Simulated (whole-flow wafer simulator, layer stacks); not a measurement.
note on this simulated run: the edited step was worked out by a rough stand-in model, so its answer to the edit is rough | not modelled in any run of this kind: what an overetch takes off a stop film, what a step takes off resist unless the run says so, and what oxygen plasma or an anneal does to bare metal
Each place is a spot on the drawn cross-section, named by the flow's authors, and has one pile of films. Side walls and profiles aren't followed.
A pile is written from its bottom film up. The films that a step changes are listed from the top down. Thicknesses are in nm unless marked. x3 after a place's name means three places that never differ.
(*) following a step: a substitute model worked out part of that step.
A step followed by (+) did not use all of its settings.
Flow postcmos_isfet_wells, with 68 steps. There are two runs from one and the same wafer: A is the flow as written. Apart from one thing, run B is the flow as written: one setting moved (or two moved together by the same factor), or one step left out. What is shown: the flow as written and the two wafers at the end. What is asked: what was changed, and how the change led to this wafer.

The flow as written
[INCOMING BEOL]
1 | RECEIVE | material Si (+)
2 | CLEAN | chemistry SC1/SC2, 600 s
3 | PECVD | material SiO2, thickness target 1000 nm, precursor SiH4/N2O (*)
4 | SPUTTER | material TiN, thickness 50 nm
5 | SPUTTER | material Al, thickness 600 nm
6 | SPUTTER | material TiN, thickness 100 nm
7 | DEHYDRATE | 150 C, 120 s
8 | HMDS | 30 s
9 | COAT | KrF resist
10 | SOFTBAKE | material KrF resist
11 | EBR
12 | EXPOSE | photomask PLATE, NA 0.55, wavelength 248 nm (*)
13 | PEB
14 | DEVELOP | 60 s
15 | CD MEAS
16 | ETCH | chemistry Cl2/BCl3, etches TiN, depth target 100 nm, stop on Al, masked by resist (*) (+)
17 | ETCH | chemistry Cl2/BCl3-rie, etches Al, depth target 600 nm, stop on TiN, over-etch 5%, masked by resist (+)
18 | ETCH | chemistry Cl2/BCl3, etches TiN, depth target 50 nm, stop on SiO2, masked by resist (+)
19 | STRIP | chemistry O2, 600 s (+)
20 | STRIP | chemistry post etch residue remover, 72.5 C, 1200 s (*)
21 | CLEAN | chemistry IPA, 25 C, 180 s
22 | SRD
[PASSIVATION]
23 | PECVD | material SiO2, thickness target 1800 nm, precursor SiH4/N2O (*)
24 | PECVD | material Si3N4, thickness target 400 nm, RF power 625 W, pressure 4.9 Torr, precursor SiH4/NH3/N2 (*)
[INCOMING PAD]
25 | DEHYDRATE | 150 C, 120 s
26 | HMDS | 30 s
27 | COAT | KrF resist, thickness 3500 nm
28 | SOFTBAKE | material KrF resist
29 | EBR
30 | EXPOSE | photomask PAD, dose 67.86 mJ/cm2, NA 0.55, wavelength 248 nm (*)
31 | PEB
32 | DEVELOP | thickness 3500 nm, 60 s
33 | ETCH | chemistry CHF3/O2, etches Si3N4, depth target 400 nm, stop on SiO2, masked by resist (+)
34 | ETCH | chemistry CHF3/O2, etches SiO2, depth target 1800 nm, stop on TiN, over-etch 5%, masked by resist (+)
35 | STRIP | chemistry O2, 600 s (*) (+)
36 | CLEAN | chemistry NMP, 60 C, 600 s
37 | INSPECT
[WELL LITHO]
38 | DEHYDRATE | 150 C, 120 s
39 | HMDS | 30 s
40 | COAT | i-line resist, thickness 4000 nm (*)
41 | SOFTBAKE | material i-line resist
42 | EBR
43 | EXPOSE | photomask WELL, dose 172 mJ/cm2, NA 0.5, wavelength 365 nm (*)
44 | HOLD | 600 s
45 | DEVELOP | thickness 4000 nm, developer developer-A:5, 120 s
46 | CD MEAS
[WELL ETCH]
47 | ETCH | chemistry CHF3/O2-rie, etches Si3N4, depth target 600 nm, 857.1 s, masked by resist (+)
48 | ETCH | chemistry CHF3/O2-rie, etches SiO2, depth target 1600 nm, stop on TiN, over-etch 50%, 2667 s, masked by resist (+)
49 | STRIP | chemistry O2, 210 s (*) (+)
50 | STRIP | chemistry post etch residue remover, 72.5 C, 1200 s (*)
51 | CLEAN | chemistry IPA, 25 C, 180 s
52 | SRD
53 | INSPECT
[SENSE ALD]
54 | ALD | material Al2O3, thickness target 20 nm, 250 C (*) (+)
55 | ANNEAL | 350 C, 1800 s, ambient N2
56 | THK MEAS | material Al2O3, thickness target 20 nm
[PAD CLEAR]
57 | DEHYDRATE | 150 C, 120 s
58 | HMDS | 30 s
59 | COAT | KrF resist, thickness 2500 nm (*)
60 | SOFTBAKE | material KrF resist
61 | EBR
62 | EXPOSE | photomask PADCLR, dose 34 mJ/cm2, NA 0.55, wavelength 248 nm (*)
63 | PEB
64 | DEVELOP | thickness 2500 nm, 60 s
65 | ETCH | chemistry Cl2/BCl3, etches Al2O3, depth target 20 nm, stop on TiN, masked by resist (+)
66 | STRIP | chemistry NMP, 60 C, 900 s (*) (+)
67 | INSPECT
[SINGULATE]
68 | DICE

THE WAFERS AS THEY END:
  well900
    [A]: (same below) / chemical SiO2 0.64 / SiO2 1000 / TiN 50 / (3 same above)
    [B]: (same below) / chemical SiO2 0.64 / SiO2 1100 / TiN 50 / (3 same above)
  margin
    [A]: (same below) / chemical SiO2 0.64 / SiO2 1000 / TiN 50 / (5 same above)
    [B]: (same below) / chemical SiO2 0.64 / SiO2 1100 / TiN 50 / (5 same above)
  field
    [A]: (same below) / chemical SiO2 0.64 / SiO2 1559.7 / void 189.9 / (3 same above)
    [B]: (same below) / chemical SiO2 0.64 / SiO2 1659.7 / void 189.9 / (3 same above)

The reason: step 3, PECVD: thickness target 1100 nm was run, whereas the flow has thickness target 1000 nm.
The wafer itself shows it: well900 has SiO2 1100, and step 3 as written asks for 1000 nm.

Step by step, how the change led to this:
  3 | PECVD | material SiO2, thickness target 1000 nm, precursor SiH4/N2O (*)
      field, margin, well900, well1300 x3, pad_rim, pad_clr, pad_open: A +1000 SiO2 (new film) | B +1100 SiO2 (new film)
